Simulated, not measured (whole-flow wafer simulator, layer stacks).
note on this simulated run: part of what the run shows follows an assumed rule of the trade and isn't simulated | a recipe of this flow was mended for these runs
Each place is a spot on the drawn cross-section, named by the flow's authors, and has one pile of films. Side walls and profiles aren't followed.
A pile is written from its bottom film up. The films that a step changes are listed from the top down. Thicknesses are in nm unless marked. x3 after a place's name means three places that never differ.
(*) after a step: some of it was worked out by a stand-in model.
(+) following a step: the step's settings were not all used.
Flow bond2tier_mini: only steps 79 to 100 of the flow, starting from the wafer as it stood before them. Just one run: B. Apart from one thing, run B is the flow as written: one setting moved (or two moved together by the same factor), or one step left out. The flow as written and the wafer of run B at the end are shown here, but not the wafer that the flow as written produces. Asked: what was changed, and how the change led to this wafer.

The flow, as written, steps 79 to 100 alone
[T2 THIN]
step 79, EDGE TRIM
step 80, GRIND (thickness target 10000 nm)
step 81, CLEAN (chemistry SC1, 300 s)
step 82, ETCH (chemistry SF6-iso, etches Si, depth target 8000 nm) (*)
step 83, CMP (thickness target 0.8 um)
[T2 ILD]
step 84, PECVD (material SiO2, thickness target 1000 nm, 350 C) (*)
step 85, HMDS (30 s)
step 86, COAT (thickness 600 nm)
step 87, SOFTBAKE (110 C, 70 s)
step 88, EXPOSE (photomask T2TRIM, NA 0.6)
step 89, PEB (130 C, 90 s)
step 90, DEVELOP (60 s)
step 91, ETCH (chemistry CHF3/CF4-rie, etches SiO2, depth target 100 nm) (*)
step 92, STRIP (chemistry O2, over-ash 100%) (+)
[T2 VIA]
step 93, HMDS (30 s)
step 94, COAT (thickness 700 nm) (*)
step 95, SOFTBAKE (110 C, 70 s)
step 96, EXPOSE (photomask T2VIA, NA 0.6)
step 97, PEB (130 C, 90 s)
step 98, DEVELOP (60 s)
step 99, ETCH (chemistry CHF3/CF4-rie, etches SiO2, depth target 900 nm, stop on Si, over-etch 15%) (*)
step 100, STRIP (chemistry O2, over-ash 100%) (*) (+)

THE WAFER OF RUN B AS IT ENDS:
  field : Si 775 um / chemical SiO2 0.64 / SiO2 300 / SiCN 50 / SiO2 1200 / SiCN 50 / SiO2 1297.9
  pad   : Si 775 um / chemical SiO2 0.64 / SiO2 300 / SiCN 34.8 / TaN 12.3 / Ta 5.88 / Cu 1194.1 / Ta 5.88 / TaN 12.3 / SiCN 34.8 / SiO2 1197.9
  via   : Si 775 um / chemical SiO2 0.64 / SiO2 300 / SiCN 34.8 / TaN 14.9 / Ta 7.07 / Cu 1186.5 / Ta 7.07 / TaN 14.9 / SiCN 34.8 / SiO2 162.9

What caused this: step 80, GRIND: thickness target 7728 nm was run, whereas the flow has thickness target 10000 nm.

The path from the change to this, step by step:
  step 80, GRIND (thickness target 10000 nm)
      field, pad, via: Si loses 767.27 um (as written it would have been: Si loses 765 um)
  step 82, ETCH (chemistry SF6-iso, etches Si, depth target 8000 nm) (*)
      field, pad, via: chemical SiO2 loses 0.6 (all of it), Si loses 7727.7 (all of it), chemical SiO2 loses 0.64 (all of it), SiO2 loses 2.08 (as written it would have been: chemical SiO2 loses 0.6 (all of it), Si loses 8000)
  step 83, CMP (thickness target 0.8 um)
      field, pad, via: nothing (as written it would have been: Si loses 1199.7)
  step 84, PECVD (material SiO2, thickness target 1000 nm, 350 C) (*)
      field, pad, via: SiO2 gains 1000 (as written it would have been: SiO2 gains 1000 (new film))
  step 99, ETCH (chemistry CHF3/CF4-rie, etches SiO2, depth target 900 nm, stop on Si, over-etch 15%) (*)
      via: SiO2 loses 1035 (as written it would have been: SiO2 loses 900 (all of it), Si loses 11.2)
